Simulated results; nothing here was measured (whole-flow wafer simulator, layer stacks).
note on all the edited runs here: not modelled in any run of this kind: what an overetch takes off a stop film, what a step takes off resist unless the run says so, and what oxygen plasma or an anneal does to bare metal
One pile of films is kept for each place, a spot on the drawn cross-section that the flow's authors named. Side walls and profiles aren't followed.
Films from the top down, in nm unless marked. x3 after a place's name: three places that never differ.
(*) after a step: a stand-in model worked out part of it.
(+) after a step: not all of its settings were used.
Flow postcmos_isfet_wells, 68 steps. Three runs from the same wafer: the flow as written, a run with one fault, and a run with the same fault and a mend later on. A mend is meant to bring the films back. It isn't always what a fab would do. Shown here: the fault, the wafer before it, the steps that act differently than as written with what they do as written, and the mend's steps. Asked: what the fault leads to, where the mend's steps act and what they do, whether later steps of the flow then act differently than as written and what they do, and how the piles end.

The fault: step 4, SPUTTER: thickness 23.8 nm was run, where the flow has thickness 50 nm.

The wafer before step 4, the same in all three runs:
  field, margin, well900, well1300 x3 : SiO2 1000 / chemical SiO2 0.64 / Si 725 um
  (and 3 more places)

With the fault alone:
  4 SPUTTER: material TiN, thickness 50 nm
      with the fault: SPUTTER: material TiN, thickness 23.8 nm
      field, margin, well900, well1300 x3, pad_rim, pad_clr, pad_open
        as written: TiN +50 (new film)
        with the fault: TiN +23.8 (new film)
  Later steps of the flow that act differently than as written (1 more step differs only slightly, by at most 2% or 0.5 nm, whichever is larger, and isn't shown):
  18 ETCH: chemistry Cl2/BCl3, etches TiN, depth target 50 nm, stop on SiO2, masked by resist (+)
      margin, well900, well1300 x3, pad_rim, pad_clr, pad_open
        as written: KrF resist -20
        with the fault: KrF resist -14.3
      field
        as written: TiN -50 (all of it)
        with the fault: TiN -23.8 (all of it)
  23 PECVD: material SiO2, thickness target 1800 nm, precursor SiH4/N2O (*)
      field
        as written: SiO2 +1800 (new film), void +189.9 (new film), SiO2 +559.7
        with the fault: SiO2 +1800 (new film), void +170.3 (new film), SiO2 +553.1
  At the end the piles differ from the flow's by more than 2% or 0.5 nm, whichever is larger, at field, margin, well900, well1300 x3, pad_rim, pad_clr, pad_open.
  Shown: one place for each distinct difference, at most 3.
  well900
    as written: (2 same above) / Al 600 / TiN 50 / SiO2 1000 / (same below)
    with the fault: (2 same above) / Al 600 / TiN 23.8 / SiO2 1000 / (same below)
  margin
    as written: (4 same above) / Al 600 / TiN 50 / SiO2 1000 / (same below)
    with the fault: (4 same above) / Al 600 / TiN 23.8 / SiO2 1000 / (same below)
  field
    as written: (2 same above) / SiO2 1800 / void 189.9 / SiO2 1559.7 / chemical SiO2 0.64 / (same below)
    with the fault: (2 same above) / SiO2 1800 / void 170.3 / SiO2 1553.1 / chemical SiO2 0.64 / (same below)

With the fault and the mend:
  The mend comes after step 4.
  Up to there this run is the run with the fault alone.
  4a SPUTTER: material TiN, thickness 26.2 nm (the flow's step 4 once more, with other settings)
      field, margin, well900, well1300 x3, pad_rim, pad_clr, pad_open
        TiN +26.2
  No later step of the flow acts differently than as written at any place that is followed.
  At the end the piles are the same as the flow's at every place that both follow.
